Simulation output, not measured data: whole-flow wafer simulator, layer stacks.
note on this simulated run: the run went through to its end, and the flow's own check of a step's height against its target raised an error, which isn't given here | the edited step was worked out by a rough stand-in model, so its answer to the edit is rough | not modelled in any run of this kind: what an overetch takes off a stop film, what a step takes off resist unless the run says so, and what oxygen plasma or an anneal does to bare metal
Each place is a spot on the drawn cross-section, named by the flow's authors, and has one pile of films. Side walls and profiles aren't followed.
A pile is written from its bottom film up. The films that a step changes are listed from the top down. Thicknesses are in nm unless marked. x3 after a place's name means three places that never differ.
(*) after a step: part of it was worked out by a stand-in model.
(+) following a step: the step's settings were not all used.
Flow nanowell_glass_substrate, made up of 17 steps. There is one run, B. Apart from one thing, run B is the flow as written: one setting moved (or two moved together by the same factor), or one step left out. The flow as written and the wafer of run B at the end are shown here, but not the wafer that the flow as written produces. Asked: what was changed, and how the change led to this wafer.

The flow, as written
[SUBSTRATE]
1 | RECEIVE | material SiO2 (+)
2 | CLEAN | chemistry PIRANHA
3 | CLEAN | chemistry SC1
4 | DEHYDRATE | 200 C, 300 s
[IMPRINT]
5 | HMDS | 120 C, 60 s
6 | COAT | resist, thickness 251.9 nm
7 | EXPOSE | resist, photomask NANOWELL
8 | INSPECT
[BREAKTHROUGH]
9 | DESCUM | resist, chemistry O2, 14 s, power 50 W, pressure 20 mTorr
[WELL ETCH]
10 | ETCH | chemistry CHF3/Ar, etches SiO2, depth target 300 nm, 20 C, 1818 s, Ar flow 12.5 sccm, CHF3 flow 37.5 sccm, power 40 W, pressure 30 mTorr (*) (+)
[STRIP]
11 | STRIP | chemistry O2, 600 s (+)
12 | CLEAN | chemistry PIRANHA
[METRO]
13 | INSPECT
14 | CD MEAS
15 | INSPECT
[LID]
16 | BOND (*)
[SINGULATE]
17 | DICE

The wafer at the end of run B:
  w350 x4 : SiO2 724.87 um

Cause: step 10, ETCH: depth target 128 nm was run, whereas the flow has depth target 300 nm.

How this came from the change, step by step:
  10 | ETCH | chemistry CHF3/Ar, etches SiO2, depth target 300 nm, 20 C, 1818 s, Ar flow 12.5 sccm, CHF3 flow 37.5 sccm, power 40 W, pressure 30 mTorr (*) (+)
      w350 x4: -128 SiO2 (in the flow as written it would be: -300 SiO2)
      land: -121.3 resist (in the flow as written it would be: -130.4 resist)
  11 | STRIP | chemistry O2, 600 s (+)
      land: -135.1 resist (all of it) (in the flow as written it would be: -125.9 resist (all of it))
